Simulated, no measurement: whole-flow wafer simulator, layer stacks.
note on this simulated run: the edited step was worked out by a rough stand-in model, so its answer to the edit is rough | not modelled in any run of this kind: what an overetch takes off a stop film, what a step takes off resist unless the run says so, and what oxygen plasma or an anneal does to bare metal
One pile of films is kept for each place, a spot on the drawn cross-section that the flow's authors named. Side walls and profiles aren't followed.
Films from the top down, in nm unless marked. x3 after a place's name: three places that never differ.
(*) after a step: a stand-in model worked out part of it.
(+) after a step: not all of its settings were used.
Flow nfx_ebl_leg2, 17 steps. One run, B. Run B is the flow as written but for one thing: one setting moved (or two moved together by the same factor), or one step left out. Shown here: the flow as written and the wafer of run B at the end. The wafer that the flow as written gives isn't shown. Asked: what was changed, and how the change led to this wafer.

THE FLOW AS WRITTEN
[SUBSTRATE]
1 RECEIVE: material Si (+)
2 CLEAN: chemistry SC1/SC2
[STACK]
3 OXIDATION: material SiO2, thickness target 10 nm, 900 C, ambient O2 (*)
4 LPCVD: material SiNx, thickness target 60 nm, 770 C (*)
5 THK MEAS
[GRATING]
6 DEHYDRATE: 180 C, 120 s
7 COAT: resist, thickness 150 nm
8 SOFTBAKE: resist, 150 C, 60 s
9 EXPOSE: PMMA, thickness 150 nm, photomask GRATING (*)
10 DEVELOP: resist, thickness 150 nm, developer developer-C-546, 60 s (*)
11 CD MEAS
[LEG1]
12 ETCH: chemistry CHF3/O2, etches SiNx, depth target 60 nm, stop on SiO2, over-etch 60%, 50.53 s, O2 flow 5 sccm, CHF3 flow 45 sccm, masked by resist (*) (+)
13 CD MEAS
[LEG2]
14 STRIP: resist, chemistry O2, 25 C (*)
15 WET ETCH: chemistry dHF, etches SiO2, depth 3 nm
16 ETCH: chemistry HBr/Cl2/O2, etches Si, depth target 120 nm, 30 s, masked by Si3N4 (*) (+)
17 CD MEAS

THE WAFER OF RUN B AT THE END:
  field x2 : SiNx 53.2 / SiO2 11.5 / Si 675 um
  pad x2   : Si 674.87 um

The cause: step 3, OXIDATION: thickness target 11.5 nm was run, where the flow has thickness target 10 nm.
It can be read off the wafer: field x2 has SiO2 11.5, and step 3 as written asks for 10 nm.

How the change led to this, step by step:
  3 OXIDATION: material SiO2, thickness target 10 nm, 900 C, ambient O2 (*)
      field x2, pad x2: SiO2 +11.5 (new film), chemical SiO2 -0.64 (all of it), Si -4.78 (as written it would be: SiO2 +10 (new film), chemical SiO2 -0.64 (all of it), Si -4.12)
  12 ETCH: chemistry CHF3/O2, etches SiNx, depth target 60 nm, stop on SiO2, over-etch 60%, 50.53 s, O2 flow 5 sccm, CHF3 flow 45 sccm, masked by resist (*) (+)
      pad x2: SiNx -60 (all of it), SiO2 -11.5 (all of it) (as written it would be: SiNx -60 (all of it), SiO2 -10 (all of it))
